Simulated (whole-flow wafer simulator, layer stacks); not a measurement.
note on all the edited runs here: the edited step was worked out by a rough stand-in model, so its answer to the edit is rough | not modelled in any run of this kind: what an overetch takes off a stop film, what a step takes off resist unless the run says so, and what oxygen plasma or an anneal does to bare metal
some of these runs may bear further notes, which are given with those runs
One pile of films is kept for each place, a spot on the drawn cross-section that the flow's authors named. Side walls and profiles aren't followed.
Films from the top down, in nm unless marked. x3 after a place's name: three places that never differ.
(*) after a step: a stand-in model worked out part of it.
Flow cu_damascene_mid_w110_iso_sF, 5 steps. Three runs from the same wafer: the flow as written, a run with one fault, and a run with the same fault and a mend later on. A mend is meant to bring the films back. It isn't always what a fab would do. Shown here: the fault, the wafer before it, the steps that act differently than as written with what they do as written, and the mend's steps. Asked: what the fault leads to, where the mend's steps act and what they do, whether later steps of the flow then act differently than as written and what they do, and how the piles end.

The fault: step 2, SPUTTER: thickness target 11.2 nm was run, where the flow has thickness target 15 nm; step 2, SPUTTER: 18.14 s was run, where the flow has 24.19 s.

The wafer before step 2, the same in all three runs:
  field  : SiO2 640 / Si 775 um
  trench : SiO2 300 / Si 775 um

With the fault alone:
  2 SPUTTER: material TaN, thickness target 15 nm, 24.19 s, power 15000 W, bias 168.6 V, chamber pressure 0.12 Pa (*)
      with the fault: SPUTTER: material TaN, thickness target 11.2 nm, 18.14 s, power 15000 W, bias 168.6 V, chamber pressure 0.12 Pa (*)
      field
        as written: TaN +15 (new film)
        with the fault: TaN +11.2 (new film)
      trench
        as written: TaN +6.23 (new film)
        with the fault: TaN +4.65 (new film)
  No later step of the flow acts differently than as written, at any place that is followed, by more than 2% or 0.5 nm, whichever is larger.
  At the end the piles differ from the flow's by more than 2% or 0.5 nm, whichever is larger, at field, trench.
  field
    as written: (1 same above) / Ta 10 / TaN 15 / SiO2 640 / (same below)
    with the fault: (1 same above) / Ta 10 / TaN 11.2 / SiO2 640 / (same below)
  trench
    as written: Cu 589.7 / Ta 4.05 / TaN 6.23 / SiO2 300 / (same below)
    with the fault: Cu 587.5 / Ta 4.09 / TaN 4.65 / SiO2 300 / (same below)

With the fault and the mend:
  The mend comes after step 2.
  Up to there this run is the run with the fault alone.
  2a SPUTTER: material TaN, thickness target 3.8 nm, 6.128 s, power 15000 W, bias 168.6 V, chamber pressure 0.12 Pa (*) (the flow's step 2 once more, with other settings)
      field
        TaN +3.8
      trench
        TaN +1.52
  No later step of the flow acts differently than as written, at any place that is followed, by more than 2% or 0.5 nm, whichever is larger.
  At the end the piles differ from the flow's only slightly at the places that both follow, by at most 2% or 0.5 nm, whichever is larger.
